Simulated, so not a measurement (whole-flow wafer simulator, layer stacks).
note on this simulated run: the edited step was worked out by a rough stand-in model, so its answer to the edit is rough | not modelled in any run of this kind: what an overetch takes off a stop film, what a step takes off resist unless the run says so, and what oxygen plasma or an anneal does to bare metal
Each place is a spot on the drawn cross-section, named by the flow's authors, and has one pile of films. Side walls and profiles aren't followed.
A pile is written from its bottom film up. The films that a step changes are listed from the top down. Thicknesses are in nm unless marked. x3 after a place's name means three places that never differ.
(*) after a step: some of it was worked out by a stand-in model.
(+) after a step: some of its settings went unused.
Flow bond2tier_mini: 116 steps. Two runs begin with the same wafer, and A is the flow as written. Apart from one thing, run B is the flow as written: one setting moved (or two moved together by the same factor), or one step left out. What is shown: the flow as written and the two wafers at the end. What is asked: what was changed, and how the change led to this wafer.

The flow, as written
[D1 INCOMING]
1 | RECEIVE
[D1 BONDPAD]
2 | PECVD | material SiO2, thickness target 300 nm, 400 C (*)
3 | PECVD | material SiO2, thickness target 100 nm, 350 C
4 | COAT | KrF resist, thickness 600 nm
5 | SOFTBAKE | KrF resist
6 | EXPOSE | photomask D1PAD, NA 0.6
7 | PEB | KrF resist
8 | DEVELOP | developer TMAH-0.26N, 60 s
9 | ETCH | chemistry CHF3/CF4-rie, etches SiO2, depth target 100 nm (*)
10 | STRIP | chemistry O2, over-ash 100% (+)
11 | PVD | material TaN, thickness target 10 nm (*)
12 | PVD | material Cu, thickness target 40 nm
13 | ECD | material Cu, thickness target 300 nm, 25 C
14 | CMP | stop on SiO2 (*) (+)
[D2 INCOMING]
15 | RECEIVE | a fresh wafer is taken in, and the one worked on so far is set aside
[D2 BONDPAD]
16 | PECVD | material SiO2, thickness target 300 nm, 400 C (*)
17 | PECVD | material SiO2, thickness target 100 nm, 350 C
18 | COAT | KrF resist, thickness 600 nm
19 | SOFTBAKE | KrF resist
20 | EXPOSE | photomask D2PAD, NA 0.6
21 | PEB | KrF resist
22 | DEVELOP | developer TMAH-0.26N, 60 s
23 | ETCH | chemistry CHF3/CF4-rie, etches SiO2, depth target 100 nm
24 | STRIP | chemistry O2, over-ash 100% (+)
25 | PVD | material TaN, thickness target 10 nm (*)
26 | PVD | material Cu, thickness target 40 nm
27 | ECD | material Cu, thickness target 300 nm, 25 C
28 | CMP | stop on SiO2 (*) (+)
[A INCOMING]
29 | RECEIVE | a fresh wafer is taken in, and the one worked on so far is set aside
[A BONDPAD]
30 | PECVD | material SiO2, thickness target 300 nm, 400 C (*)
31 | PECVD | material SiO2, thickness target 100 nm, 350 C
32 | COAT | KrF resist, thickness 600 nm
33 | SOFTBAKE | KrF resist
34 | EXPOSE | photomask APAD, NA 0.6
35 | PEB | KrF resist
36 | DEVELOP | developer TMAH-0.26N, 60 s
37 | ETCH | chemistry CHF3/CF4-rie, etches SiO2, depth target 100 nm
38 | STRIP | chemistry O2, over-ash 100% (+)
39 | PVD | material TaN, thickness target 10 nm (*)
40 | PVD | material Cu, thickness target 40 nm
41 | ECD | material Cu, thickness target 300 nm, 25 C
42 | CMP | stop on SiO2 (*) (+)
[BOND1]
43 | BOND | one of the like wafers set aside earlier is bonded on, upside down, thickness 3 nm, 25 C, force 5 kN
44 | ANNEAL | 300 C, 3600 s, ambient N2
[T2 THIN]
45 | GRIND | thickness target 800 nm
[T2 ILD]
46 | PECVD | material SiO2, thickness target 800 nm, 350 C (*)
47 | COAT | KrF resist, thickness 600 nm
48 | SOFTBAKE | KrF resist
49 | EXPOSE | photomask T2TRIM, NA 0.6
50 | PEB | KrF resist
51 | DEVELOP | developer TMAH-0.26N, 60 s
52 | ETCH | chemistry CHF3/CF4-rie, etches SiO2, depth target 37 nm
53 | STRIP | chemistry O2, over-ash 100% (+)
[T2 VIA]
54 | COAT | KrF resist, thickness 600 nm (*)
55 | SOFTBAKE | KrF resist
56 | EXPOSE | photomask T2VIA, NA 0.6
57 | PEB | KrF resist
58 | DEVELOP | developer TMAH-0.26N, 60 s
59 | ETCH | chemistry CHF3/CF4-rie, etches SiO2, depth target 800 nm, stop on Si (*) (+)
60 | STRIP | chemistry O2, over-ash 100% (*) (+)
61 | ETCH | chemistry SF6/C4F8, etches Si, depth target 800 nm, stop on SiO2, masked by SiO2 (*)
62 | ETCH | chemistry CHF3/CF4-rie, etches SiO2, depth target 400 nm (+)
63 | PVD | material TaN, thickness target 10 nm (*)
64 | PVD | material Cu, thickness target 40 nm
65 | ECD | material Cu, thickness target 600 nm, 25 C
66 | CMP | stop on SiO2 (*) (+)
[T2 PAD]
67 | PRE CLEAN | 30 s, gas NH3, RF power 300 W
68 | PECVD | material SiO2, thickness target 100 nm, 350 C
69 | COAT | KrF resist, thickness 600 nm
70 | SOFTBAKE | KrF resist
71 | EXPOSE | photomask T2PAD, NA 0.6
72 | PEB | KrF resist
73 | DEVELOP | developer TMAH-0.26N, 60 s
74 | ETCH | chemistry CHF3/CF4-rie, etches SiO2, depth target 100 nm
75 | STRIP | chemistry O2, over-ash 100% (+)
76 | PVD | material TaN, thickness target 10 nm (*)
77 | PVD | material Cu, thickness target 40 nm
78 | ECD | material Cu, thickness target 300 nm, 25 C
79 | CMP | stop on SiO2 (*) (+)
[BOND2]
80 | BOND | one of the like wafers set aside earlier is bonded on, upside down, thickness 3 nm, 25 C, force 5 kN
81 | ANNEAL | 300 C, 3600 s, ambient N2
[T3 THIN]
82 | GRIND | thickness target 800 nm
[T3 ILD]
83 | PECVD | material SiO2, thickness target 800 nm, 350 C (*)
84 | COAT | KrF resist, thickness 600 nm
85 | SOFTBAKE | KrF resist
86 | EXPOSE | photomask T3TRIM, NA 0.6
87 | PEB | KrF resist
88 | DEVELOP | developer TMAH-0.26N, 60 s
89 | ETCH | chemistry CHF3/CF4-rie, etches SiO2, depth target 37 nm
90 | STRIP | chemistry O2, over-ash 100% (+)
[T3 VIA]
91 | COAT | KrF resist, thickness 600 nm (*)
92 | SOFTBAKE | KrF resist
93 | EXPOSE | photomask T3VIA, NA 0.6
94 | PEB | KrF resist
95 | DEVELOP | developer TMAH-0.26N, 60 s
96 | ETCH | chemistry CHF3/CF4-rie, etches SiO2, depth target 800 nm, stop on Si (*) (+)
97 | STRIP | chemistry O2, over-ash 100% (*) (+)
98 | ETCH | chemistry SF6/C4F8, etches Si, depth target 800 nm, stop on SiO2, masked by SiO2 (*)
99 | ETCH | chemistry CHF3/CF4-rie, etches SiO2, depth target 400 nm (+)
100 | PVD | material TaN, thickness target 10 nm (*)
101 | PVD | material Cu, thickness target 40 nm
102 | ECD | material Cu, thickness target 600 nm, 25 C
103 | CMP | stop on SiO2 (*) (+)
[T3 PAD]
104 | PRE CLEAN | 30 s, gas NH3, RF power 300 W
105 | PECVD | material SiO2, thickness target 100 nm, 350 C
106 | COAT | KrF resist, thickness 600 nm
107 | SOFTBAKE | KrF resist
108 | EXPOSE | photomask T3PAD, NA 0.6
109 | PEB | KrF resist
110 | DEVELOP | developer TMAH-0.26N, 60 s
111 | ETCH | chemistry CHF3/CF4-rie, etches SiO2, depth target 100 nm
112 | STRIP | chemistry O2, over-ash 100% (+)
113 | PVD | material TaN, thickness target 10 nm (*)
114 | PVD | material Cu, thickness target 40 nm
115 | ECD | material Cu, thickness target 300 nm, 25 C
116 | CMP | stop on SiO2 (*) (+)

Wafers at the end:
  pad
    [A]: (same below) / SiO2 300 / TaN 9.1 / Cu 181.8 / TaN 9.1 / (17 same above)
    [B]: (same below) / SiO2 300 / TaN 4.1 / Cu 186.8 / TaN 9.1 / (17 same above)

Cause: step 39, PVD: thickness target 4.5 nm was run, whereas the flow has thickness target 10 nm.

The path from the change to this, step by step:
  39 | PVD | material TaN, thickness target 10 nm (*)
      field: A +10 TaN (new film) | B +4.5 TaN (new film)
      pad: A +9.1 TaN (new film) | B +4.1 TaN (new film)
      (as well as at 1 more place)
  42 | CMP | stop on SiO2 (*) (+)
      field: A -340 Cu (all of it), -10 TaN (all of it) | B -340 Cu (all of it), -4.5 TaN (all of it)
